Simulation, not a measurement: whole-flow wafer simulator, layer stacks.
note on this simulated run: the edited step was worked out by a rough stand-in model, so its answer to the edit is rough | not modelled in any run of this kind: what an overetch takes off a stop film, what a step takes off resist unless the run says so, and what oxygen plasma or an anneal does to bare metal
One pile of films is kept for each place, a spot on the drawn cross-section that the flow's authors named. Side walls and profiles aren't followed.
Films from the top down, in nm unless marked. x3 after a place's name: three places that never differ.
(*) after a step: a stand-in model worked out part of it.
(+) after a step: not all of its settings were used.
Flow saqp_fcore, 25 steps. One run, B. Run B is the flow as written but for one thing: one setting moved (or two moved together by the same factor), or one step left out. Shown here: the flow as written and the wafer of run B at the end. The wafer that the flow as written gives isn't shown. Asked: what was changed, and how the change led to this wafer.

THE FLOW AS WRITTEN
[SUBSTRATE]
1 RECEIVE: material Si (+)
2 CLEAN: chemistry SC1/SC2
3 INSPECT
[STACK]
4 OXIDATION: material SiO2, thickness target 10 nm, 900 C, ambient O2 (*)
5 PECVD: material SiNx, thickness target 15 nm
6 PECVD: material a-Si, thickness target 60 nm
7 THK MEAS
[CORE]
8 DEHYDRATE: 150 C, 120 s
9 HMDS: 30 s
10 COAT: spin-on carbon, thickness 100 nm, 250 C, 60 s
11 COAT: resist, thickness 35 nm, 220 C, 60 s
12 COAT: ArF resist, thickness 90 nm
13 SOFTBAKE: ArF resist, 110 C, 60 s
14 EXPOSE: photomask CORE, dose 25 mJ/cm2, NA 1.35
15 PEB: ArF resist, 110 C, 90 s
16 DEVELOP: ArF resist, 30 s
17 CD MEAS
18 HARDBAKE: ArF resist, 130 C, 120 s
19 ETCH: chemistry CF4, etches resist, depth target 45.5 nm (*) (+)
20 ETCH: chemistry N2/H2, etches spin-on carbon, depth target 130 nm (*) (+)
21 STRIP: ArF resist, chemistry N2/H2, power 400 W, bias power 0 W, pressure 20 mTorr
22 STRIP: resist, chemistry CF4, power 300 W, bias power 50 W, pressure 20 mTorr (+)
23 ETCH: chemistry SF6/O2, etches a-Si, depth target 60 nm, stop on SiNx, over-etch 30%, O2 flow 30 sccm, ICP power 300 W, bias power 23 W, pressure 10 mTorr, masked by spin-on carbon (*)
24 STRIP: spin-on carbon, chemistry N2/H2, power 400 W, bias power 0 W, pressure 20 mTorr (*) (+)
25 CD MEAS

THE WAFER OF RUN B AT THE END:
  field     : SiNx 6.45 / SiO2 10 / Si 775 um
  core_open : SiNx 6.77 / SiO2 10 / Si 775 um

The cause: step 23, ETCH: depth target 81 nm was run, where the flow has depth target 60 nm.

How the change led to this, step by step:
  23 ETCH: chemistry SF6/O2, etches a-Si, depth target 60 nm, stop on SiNx, over-etch 30%, O2 flow 30 sccm, ICP power 300 W, bias power 23 W, pressure 10 mTorr, masked by spin-on carbon (*)
      field: a-Si -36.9 (all of it), SiNx -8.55 (as written it would be: a-Si -36.9 (all of it), SiNx -5.14)
      core_open: a-Si -39.4 (all of it), SiNx -8.23 (as written it would be: a-Si -39.4 (all of it), SiNx -4.82)
